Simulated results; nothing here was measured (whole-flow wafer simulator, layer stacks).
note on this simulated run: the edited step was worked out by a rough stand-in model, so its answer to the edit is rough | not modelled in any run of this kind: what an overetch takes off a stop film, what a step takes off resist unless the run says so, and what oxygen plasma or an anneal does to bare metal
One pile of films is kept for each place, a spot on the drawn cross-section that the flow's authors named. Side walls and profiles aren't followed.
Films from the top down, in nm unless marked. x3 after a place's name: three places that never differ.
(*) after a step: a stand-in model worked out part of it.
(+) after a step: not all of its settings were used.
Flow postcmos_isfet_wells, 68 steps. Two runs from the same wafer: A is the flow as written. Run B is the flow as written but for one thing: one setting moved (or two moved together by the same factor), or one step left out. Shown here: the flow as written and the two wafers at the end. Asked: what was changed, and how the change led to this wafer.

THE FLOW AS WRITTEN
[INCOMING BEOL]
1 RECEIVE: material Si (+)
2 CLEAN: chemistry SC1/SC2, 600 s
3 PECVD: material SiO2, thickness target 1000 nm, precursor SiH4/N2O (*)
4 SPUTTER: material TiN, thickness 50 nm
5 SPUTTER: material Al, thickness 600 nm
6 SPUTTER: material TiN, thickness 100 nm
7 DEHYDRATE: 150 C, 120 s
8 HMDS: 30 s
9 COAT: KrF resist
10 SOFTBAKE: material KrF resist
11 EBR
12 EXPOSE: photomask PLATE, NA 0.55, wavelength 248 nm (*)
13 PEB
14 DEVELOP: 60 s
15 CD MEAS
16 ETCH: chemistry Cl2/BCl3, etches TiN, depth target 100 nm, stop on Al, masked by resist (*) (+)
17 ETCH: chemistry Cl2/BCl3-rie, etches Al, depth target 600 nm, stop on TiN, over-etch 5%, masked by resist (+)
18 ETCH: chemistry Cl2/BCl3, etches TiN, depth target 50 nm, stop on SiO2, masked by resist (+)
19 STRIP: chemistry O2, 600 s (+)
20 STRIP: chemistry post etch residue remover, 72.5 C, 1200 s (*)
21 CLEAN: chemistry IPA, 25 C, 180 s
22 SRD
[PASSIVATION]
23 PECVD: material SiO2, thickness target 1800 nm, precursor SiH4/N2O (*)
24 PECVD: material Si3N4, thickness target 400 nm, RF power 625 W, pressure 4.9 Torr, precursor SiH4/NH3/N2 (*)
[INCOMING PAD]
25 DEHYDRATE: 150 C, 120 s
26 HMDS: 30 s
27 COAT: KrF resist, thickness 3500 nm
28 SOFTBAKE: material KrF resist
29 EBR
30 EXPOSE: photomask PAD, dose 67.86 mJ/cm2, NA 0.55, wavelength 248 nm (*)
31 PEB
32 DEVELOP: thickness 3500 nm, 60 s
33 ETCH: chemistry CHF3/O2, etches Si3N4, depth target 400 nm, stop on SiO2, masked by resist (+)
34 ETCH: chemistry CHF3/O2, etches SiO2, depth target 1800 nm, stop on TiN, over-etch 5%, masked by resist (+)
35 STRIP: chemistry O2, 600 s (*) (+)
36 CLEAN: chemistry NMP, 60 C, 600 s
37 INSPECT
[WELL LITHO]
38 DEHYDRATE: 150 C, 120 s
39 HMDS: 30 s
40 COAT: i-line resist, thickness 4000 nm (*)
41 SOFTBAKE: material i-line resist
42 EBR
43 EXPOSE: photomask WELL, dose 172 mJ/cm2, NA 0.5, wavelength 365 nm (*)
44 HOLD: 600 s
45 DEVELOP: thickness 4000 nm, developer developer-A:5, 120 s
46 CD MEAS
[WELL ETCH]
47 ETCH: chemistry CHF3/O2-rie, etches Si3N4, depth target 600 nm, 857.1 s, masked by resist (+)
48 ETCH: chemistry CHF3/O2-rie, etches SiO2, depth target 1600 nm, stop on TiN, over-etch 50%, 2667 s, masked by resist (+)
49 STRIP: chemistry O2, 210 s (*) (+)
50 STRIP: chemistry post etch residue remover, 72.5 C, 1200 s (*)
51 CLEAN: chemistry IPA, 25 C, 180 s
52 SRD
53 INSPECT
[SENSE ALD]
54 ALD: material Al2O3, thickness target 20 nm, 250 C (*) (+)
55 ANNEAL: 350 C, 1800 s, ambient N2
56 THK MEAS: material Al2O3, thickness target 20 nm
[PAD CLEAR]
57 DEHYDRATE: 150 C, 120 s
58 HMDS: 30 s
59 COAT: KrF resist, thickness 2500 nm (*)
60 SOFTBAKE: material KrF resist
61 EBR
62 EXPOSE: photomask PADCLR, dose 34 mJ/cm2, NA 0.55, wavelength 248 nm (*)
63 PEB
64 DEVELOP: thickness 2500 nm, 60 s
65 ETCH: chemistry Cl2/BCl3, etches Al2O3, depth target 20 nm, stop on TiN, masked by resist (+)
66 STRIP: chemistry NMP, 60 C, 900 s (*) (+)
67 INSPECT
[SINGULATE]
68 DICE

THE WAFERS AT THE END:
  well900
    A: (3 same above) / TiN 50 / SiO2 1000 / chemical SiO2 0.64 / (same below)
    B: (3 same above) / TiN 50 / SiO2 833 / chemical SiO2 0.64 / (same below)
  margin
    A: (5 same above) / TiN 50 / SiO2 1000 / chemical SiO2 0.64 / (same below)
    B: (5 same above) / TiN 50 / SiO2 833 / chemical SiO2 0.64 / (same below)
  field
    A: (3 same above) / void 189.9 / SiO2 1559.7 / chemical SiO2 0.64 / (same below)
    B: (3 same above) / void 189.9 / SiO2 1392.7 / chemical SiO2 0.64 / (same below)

The cause: step 3, PECVD: thickness target 833 nm was run, where the flow has thickness target 1000 nm.
It can be read off the wafer: well900 has SiO2 833, and step 3 as written asks for 1000 nm.

How the change led to this, step by step:
  3 PECVD: material SiO2, thickness target 1000 nm, precursor SiH4/N2O (*)
      field, margin, well900, well1300 x3, pad_rim, pad_clr, pad_open: A SiO2 +1000 (new film) | B SiO2 +833 (new film)
